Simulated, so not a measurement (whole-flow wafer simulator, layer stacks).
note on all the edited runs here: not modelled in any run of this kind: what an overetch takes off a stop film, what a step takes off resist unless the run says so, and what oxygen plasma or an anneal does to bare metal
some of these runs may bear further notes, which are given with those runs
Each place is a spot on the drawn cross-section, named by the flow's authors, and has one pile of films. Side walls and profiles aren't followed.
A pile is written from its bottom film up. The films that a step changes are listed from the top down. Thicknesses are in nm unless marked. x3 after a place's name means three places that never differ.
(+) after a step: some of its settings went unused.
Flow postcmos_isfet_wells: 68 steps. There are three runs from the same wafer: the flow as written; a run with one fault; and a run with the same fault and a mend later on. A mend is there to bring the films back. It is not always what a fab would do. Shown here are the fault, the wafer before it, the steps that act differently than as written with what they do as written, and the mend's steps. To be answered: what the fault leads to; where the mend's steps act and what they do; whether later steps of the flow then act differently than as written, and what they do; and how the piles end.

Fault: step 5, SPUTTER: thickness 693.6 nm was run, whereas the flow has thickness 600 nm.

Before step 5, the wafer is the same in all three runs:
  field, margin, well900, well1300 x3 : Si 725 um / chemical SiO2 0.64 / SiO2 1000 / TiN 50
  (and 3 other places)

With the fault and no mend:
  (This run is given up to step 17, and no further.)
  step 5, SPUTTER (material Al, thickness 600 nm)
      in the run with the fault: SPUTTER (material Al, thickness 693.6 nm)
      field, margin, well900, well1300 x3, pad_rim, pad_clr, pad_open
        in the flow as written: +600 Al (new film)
        in the run with the fault: +693.6 Al (new film)
  Steps later in the flow that act otherwise than as written:
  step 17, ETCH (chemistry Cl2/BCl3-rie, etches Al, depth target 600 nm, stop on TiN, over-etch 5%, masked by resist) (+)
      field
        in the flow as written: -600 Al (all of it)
        in the run with the fault: -600 Al
  The piles after step 17 differ from the flow's at field, margin, well900, well1300 x3, pad_rim, pad_clr, pad_open by more than 2% or 0.5 nm, whichever is larger.
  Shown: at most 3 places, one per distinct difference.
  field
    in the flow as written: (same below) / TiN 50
    in the run with the fault: (same below) / TiN 50 / Al 93.6
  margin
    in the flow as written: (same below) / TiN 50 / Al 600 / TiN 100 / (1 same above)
    in the run with the fault: (same below) / TiN 50 / Al 693.6 / TiN 100 / (1 same above)

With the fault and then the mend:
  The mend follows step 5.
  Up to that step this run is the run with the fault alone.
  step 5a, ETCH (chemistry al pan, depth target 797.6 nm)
      field, margin, well900, well1300 x3, pad_rim, pad_clr, pad_open
        -693.6 Al (all of it)
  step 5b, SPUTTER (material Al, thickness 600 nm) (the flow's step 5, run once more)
      field, margin, well900, well1300 x3, pad_rim, pad_clr, pad_open
        +600 Al (new film)
  Later steps of the flow that are run all act as written at every place that is followed.
  By the end, the piles equal the flow's at every place that both follow.
